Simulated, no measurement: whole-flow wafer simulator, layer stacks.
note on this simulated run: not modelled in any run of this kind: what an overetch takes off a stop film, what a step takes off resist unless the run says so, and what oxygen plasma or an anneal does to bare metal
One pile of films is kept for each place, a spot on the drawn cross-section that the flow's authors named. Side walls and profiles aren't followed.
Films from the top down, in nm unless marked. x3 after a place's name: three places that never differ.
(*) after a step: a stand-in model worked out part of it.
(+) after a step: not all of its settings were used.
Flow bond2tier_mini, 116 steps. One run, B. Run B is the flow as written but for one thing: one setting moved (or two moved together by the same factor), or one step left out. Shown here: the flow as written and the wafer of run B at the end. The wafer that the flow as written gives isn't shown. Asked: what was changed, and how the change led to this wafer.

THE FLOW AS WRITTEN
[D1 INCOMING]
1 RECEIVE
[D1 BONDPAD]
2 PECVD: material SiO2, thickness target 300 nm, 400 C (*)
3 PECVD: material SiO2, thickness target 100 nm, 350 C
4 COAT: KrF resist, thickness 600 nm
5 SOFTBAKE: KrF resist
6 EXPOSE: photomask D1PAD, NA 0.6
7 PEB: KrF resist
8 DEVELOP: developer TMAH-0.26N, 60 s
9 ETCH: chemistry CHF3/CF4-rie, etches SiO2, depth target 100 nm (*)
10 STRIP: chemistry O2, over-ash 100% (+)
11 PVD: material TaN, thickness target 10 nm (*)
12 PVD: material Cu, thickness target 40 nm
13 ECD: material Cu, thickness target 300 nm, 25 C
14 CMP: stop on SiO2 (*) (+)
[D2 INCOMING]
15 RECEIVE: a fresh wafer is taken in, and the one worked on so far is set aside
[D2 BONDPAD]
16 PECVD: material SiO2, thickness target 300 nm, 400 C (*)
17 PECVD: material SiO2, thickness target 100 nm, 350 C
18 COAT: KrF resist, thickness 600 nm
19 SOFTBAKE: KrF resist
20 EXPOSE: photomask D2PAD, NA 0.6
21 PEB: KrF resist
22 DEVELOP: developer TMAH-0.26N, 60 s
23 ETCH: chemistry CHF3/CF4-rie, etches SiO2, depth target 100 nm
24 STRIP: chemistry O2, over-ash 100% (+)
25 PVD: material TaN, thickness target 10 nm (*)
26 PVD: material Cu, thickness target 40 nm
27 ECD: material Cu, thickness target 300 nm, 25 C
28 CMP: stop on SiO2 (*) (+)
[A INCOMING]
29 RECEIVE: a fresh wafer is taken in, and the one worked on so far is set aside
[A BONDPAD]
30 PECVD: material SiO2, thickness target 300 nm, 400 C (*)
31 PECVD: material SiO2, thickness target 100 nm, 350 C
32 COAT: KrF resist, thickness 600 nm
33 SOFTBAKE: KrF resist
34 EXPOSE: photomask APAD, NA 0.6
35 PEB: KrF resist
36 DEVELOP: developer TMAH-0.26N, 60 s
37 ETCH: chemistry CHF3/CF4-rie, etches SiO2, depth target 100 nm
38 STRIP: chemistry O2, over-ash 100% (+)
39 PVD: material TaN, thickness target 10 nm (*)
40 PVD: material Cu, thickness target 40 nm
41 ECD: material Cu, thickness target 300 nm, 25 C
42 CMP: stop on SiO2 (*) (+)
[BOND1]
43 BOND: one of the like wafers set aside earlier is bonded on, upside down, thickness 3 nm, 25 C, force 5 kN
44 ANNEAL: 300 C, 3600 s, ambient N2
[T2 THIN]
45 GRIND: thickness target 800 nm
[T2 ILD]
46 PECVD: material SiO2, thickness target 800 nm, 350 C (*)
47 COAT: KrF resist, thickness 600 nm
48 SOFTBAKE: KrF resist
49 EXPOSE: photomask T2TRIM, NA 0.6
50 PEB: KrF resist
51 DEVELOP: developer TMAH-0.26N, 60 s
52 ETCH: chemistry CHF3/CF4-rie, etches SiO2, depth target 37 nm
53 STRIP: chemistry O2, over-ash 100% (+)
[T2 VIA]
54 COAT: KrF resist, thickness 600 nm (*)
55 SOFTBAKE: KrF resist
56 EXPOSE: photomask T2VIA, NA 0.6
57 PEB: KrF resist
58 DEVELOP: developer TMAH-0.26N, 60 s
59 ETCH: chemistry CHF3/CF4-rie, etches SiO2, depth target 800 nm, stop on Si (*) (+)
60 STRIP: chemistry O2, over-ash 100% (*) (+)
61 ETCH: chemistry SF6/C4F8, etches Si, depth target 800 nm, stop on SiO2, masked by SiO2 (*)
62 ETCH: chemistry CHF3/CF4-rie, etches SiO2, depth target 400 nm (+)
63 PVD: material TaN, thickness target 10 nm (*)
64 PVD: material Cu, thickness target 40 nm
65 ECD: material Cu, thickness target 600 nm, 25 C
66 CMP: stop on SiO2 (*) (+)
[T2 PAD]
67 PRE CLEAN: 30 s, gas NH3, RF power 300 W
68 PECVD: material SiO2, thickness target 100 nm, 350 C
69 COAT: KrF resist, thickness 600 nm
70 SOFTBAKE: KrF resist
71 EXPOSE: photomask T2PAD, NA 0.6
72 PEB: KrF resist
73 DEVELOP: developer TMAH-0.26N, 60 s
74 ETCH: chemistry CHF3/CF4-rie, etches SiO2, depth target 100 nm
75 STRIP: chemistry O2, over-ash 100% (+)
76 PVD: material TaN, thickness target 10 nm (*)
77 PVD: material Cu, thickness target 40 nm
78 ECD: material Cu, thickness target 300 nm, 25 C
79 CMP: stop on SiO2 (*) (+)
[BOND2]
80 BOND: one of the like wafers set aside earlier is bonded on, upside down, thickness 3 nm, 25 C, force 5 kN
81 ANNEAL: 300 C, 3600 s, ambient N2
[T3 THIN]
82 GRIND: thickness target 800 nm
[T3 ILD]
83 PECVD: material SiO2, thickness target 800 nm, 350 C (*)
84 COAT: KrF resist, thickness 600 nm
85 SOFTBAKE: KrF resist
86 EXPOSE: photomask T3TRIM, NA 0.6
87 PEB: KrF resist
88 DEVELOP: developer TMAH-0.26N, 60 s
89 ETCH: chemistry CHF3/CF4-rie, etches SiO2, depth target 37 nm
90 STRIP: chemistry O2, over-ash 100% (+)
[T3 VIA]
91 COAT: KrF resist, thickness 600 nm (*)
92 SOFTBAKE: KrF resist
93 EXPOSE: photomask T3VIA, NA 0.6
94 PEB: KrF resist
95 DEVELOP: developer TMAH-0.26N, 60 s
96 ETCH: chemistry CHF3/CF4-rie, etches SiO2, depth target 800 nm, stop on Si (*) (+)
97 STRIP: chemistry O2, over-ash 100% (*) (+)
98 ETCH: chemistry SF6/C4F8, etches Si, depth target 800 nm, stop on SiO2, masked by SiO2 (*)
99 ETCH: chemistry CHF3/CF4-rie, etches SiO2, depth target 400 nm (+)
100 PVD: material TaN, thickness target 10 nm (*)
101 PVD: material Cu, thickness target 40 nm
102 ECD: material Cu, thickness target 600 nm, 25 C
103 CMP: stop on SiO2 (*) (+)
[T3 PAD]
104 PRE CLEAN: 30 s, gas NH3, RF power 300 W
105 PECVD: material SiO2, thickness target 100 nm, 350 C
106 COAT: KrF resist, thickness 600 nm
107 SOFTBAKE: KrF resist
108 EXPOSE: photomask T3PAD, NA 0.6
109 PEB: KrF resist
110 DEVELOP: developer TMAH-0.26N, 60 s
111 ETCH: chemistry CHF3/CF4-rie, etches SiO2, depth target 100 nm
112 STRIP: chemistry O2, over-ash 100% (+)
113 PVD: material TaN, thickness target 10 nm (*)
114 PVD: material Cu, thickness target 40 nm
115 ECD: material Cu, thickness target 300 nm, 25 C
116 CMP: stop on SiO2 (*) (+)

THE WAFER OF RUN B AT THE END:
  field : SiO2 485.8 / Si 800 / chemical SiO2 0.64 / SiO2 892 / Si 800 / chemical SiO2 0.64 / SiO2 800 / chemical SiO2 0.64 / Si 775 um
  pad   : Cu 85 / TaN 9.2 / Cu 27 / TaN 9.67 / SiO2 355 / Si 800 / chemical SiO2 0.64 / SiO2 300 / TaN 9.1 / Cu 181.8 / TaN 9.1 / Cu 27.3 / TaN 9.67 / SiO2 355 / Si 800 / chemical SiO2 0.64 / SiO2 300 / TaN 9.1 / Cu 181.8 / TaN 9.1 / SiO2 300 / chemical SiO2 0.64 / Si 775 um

The cause: step 105, PECVD: 381 C was run, where the flow has 350 C.

How the change led to this, step by step:
  105 PECVD: material SiO2, thickness target 100 nm, 350 C
      field: SiO2 +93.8 (as written it would be: SiO2 +100)
      pad: SiO2 +93.8 (new film) (as written it would be: SiO2 +100 (new film))
  111 ETCH: chemistry CHF3/CF4-rie, etches SiO2, depth target 100 nm
      pad: SiO2 -93.8 (all of it), Cu -0.31 (as written it would be: SiO2 -100 (all of it))
